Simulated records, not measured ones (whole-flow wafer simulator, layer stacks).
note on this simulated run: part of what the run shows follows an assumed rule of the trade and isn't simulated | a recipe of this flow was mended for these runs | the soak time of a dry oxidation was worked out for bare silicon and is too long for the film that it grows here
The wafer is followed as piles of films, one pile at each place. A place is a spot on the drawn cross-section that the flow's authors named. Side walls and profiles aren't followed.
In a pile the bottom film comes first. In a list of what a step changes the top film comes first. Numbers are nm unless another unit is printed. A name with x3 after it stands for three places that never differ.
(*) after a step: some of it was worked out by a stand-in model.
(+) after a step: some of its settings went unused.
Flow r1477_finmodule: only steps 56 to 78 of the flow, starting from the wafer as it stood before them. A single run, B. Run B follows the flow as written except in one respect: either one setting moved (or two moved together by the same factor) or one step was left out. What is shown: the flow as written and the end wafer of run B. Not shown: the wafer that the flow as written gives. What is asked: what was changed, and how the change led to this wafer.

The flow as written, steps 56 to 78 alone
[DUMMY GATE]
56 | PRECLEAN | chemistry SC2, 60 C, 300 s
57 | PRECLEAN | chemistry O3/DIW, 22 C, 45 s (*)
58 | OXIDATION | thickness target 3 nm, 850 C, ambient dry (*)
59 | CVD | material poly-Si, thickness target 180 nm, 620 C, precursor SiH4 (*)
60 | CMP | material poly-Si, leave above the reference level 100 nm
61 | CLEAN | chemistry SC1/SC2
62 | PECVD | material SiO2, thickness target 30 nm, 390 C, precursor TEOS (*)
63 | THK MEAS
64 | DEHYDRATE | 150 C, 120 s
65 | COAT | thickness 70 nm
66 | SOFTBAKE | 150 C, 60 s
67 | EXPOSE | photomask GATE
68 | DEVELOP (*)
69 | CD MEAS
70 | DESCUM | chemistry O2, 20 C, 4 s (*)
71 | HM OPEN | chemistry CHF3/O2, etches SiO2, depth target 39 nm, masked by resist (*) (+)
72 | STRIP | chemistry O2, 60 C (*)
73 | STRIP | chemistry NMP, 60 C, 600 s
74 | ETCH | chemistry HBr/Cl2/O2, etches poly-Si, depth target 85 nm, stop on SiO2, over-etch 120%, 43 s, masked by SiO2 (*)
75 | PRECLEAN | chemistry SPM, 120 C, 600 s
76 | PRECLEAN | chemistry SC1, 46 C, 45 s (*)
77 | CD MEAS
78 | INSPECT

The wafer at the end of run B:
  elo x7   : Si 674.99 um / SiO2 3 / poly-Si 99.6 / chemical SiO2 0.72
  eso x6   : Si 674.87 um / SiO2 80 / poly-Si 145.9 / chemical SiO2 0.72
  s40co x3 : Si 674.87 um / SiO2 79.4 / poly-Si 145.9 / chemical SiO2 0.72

What caused this: step 62, PECVD: thickness target 46.5 nm was run, though the flow has thickness target 30 nm.

Step by step, how the change led to this:
  62 | PECVD | material SiO2, thickness target 30 nm, 390 C, precursor TEOS (*)
      pad, padg, elg x7 and 27 more: +46.5 SiO2 (new film) (as written it would have been: +30 SiO2 (new film))
  71 | HM OPEN | chemistry CHF3/O2, etches SiO2, depth target 39 nm, masked by resist (*) (+)
      pad, elo x7, eso x6, e200so, s40co x3: -39 SiO2 (as written it would have been: -30 SiO2 (all of it), -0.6 chemical SiO2 (all of it), -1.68 poly-Si)
  72 | STRIP | chemistry O2, 60 C (*)
      pad, elo x7, eso x6, e200so, s40co x3: nothing (as written it would have been: +1.12 chemical SiO2 (new film), -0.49 poly-Si)
  74 | ETCH | chemistry HBr/Cl2/O2, etches poly-Si, depth target 85 nm, stop on SiO2, over-etch 120%, 43 s, masked by SiO2 (*)
      eso x6, e200so, s40co x3: -7.5 SiO2 (all of it) (as written it would have been: -1.12 chemical SiO2 (all of it), -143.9 poly-Si (all of it), -0.22 SiO2)
      elo x7: -7.5 SiO2 (all of it) (as written it would have been: -1.12 chemical SiO2 (all of it), -97.6 poly-Si (all of it), -0.45 SiO2)
      (and at 1 other place as well)
